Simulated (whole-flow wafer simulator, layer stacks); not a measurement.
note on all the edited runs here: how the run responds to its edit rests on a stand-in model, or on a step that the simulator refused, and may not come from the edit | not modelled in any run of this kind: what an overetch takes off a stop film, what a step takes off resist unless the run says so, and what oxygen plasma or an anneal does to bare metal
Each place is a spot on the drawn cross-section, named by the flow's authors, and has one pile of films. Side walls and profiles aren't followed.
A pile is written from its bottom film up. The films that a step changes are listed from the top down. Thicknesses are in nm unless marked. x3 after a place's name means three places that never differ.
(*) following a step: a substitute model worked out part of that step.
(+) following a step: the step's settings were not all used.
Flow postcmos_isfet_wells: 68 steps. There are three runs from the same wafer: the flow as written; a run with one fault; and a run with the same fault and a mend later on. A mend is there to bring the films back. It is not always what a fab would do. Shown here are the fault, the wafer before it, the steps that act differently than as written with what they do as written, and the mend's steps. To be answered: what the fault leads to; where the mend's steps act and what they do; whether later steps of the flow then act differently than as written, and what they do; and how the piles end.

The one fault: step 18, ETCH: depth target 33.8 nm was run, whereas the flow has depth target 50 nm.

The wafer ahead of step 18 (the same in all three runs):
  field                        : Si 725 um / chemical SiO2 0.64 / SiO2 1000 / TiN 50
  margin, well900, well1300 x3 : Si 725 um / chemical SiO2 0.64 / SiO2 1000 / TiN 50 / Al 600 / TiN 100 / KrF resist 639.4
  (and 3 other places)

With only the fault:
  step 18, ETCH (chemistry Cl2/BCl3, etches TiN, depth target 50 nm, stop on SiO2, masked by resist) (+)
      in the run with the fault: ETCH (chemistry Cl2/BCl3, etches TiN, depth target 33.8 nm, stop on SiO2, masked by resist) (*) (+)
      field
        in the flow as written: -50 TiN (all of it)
        in the run with the fault: -33.8 TiN
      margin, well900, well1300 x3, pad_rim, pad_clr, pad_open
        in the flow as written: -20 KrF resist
        in the run with the fault: -13.5 KrF resist
  Steps later in the flow that act otherwise than as written (2 other steps are not shown; they differ only slightly, by no more than 2% or 0.5 nm, whichever is larger):
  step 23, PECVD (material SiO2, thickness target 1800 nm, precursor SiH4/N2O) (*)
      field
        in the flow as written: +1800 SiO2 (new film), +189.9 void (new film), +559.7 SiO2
        in the run with the fault: +1800 SiO2 (new film), +178 void (new film), +555.8 SiO2 (new film)
  The piles end different from the flow's at field by more than 2% or 0.5 nm, whichever is larger.
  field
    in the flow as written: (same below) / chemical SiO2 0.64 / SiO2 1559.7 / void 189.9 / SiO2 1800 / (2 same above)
    in the run with the fault: (same below) / chemical SiO2 0.64 / SiO2 1000 / TiN 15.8 / SiO2 555.8 / void 178 / SiO2 1800 / (2 same above)

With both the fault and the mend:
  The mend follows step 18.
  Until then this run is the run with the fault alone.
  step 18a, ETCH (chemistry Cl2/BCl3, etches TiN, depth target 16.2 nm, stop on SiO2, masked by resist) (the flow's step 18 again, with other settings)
      margin, well900, well1300 x3, pad_rim, pad_clr, pad_open
        -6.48 KrF resist
      field
        -16.2 TiN (all of it)
  Every later step of the flow that is run acts as written at every place that is followed.
  The piles end the same as the flow's at every place that both follow.
